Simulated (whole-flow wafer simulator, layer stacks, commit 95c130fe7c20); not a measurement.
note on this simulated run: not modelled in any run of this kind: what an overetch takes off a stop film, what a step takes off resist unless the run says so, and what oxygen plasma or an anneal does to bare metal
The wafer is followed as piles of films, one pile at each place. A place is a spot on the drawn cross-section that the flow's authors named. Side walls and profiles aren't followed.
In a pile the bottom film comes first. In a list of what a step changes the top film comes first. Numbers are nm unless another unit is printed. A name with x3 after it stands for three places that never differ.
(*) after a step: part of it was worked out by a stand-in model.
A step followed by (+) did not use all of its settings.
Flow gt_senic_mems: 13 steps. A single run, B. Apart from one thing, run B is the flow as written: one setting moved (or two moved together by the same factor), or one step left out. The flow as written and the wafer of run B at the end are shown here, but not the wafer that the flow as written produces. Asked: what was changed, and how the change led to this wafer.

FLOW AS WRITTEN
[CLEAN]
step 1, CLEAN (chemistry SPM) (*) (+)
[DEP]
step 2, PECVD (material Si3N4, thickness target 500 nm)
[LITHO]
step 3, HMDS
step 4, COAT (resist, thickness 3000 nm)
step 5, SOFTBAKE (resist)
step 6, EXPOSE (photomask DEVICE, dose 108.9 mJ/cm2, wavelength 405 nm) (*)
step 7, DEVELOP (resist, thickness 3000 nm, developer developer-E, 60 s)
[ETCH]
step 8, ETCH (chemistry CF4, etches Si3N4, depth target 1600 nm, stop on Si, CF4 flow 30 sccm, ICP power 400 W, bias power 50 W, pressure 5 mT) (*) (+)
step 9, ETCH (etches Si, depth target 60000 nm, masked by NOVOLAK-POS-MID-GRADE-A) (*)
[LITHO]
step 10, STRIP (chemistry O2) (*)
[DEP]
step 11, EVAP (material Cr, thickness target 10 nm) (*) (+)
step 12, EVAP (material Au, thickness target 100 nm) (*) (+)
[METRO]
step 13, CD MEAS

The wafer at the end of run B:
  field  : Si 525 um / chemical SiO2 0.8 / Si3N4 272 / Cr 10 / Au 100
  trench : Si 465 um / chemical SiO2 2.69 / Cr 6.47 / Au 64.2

The reason: step 2, PECVD: thickness target 272 nm was run, though the flow has thickness target 500 nm.
One can read it off the wafer: field has Si3N4 272, and step 2 as written asks for 500 nm.

The path from the change to this, step by step:
  step 2, PECVD (material Si3N4, thickness target 500 nm)
      field, trench: +272 Si3N4 (new film) (it would be, as written: +500 Si3N4 (new film))
  step 8, ETCH (chemistry CF4, etches Si3N4, depth target 1600 nm, stop on Si, CF4 flow 30 sccm, ICP power 400 W, bias power 50 W, pressure 5 mT) (*) (+)
      field: -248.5 resist (it would be, as written: -400.5 resist)
      trench: -272 Si3N4 (all of it), -0.8 chemical SiO2 (all of it) (it would be, as written: -500 Si3N4 (all of it), -0.8 chemical SiO2 (all of it))
  step 10, STRIP (chemistry O2) (*)
      field: -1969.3 resist (all of it) (it would be, as written: -1817.3 resist (all of it))
